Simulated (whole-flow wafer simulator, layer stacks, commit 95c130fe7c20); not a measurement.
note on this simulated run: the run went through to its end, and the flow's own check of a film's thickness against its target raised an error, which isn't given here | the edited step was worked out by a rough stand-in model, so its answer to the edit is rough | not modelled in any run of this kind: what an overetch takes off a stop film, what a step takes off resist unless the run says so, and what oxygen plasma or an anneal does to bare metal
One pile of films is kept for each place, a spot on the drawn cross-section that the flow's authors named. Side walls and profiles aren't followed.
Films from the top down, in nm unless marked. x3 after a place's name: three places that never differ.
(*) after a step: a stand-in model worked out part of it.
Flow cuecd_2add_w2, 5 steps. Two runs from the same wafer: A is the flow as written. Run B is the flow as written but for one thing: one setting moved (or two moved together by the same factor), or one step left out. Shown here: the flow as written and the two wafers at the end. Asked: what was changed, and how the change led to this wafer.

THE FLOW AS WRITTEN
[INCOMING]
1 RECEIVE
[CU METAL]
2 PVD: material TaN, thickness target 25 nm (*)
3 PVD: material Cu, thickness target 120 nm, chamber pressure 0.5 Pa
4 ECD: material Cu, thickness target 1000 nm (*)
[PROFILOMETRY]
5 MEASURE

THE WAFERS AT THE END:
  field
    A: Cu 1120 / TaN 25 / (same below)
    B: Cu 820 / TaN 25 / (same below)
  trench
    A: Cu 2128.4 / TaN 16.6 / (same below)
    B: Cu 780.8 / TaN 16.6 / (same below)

The cause: step 4, ECD: thickness target 700 nm was run, where the flow has thickness target 1000 nm.

How the change led to this, step by step:
  4 ECD: material Cu, thickness target 1000 nm (*)
      field: A Cu +1000 | B Cu +700
      trench: A Cu +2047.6 | B Cu +700
